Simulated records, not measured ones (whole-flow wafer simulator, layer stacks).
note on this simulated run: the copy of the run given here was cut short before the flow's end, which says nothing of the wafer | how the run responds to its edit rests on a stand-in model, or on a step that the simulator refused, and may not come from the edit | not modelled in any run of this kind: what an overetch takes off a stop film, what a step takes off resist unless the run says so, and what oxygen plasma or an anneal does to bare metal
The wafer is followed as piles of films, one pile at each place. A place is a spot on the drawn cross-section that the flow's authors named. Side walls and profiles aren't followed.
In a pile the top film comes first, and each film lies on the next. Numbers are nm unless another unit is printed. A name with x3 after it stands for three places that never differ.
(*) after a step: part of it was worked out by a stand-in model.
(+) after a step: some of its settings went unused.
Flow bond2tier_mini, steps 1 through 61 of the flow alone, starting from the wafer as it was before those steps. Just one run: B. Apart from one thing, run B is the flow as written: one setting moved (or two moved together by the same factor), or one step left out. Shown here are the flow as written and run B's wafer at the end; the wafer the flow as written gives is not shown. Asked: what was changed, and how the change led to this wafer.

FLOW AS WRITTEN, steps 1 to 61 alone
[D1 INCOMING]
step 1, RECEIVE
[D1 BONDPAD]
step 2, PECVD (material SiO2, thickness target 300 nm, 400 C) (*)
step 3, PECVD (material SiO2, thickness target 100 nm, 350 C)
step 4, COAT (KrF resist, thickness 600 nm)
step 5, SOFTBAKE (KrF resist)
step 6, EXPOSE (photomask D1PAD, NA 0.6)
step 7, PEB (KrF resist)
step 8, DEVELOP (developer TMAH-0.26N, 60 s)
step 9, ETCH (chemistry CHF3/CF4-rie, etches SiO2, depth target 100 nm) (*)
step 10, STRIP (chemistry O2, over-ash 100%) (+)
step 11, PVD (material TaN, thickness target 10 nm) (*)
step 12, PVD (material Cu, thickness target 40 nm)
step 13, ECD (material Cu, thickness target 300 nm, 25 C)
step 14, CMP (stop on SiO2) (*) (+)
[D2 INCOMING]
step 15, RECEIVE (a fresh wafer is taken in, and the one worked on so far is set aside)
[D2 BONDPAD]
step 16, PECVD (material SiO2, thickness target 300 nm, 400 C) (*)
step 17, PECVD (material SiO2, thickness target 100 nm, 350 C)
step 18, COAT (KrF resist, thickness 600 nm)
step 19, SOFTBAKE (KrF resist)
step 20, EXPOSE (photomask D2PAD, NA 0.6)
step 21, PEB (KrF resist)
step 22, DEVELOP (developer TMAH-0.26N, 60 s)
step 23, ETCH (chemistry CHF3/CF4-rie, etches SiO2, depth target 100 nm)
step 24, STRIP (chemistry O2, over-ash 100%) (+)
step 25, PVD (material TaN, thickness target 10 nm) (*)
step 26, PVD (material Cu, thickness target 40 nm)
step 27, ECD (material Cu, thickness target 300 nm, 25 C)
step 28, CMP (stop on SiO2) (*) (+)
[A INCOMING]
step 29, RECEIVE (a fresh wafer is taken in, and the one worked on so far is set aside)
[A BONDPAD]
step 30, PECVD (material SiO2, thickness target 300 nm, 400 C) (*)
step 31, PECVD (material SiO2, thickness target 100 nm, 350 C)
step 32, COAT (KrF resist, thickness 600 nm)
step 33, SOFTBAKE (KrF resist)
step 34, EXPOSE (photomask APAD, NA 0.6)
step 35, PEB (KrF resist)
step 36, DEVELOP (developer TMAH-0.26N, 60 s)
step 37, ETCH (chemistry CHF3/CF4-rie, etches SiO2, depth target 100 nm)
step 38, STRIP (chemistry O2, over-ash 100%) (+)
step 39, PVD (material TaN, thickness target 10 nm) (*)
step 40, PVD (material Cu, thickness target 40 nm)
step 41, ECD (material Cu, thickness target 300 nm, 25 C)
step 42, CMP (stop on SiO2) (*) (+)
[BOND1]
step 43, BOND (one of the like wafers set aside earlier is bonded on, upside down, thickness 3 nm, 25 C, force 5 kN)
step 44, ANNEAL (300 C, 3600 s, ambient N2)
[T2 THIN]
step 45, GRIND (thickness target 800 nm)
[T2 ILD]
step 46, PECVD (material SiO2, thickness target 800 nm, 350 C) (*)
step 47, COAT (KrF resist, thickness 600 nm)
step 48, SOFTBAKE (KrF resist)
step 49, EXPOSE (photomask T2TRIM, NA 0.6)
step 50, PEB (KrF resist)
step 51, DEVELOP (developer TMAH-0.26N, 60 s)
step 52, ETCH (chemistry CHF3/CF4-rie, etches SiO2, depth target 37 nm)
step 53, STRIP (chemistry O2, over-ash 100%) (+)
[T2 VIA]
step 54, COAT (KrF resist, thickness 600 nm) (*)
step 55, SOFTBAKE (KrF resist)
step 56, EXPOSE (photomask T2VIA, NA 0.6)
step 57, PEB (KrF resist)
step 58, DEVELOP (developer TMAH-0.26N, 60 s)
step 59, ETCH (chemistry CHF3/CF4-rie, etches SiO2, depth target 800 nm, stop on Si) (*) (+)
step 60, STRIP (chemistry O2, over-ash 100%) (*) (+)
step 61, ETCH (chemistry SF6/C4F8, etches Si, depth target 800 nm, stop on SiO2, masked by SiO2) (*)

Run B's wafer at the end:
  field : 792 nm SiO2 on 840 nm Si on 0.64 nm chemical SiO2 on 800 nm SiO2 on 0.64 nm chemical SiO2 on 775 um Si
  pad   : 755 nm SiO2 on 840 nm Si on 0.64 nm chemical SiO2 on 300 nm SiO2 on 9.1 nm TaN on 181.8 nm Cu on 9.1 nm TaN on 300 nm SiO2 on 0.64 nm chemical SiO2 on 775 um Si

What caused this: step 45, GRIND: thickness target 840 nm was run, though the flow has thickness target 800 nm.
One can read it off the wafer: field has Si 840, and step 45 as written asks for 800 nm.

How this came from the change, step by step:
  step 45, GRIND (thickness target 800 nm)
      field, pad, via: -774.16 um Si (as written it would have been: -774.2 um Si)
